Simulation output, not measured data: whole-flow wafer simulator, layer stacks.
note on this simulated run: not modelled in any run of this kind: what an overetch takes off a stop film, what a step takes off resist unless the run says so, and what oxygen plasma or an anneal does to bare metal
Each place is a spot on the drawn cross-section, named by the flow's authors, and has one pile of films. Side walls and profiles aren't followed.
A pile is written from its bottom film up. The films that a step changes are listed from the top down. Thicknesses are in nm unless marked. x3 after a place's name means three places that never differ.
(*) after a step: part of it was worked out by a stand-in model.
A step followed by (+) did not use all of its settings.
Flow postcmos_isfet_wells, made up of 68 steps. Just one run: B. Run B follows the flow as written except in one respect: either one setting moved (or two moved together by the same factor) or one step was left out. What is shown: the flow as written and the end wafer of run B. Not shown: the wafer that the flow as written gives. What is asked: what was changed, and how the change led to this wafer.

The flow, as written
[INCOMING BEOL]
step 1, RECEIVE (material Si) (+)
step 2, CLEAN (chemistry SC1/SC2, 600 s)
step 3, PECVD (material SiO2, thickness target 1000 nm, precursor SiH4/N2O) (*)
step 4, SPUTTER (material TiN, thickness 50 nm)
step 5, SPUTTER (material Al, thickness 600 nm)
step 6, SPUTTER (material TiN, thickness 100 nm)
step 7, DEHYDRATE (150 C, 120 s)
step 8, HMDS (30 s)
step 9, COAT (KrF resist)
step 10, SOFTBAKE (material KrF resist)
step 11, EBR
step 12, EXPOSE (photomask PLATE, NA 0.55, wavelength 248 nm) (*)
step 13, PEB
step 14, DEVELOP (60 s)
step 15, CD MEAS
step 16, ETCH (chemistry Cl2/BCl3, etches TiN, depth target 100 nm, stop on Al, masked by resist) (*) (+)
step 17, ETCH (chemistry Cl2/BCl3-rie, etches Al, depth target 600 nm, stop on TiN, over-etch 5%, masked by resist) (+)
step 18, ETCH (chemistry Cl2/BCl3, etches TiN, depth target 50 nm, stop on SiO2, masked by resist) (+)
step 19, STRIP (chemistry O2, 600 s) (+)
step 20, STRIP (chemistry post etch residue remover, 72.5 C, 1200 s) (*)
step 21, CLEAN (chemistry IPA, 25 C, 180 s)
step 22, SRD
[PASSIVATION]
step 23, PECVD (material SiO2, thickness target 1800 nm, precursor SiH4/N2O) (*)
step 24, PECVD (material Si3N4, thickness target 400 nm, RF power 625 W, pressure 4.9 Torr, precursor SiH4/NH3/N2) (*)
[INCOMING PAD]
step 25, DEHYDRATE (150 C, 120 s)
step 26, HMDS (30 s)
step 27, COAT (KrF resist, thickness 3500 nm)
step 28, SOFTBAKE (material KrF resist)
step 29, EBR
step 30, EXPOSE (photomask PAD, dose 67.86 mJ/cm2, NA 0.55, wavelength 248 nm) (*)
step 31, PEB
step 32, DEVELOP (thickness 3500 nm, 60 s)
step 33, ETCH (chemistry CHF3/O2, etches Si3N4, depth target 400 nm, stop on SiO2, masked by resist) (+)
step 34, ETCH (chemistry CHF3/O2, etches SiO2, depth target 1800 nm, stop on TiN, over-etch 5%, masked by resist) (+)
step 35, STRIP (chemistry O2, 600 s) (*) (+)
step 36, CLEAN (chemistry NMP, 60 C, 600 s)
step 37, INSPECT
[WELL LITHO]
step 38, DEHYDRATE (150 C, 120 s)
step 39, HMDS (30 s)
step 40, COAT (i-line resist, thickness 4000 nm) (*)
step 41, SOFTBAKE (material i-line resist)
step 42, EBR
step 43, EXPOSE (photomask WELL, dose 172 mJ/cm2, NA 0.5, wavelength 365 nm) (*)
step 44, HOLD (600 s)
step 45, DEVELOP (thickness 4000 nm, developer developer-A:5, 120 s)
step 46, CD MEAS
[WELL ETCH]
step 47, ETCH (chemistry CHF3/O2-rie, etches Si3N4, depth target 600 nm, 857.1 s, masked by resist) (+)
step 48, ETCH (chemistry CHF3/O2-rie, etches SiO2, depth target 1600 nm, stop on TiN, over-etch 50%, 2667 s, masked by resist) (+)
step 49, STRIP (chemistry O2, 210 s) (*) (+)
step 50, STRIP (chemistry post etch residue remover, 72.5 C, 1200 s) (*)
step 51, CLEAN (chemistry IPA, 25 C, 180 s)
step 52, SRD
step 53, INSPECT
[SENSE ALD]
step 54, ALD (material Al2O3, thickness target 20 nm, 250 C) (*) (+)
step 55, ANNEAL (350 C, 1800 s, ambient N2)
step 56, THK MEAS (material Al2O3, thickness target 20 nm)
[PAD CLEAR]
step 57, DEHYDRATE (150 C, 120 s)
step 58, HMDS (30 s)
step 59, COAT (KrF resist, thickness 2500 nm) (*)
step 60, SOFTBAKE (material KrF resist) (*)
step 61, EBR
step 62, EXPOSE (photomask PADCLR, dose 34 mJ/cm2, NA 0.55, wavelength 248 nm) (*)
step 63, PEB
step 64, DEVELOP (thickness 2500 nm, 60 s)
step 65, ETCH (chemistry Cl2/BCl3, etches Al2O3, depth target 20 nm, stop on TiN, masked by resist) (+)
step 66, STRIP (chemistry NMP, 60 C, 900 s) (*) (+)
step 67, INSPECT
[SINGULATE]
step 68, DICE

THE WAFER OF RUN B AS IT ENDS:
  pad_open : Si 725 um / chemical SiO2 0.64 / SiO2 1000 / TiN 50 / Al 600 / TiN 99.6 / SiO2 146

The reason: step 34, ETCH: depth target 1654 nm was run, while the flow as written has depth target 1800 nm.

The path from the change to this, step by step:
  step 34, ETCH (chemistry CHF3/O2, etches SiO2, depth target 1800 nm, stop on TiN, over-etch 5%, masked by resist) (+)
      pad_open: -1654 SiO2 (in the flow as written it would be: -1800 SiO2 (all of it))
      field, margin, well900, well1300, well2000, well3000, pad_rim, pad_clr: -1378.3 KrF resist (in the flow as written it would be: -1500 KrF resist)
  step 35, STRIP (chemistry O2, 600 s) (*) (+)
      field, margin, well900, well1300, well2000, well3000, pad_rim, pad_clr: -1760.1 KrF resist (all of it) (in the flow as written it would be: -1638.4 KrF resist (all of it))
  step 41, SOFTBAKE (material i-line resist)
      pad_clr: -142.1 i-line resist (in the flow as written it would be: -156.7 i-line resist)
      pad_open: +108.8 i-line resist (in the flow as written it would be: +115.3 i-line resist)
  step 49, STRIP (chemistry O2, 210 s) (*) (+)
      pad_clr: -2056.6 i-line resist (all of it) (in the flow as written it would be: -1996.5 i-line resist (all of it))
  step 59, COAT (KrF resist, thickness 2500 nm) (*)
      pad_clr: +1740.6 KrF resist (new film) (in the flow as written it would be: +1691.6 KrF resist (new film))
  step 60, SOFTBAKE (material KrF resist) (*)
      pad_clr: -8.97 KrF resist (in the flow as written it would be: -9.57 KrF resist)
  step 64, DEVELOP (thickness 2500 nm, 60 s)
      pad_clr: -1731.6 KrF resist (all of it) (in the flow as written it would be: -1682 KrF resist (all of it))
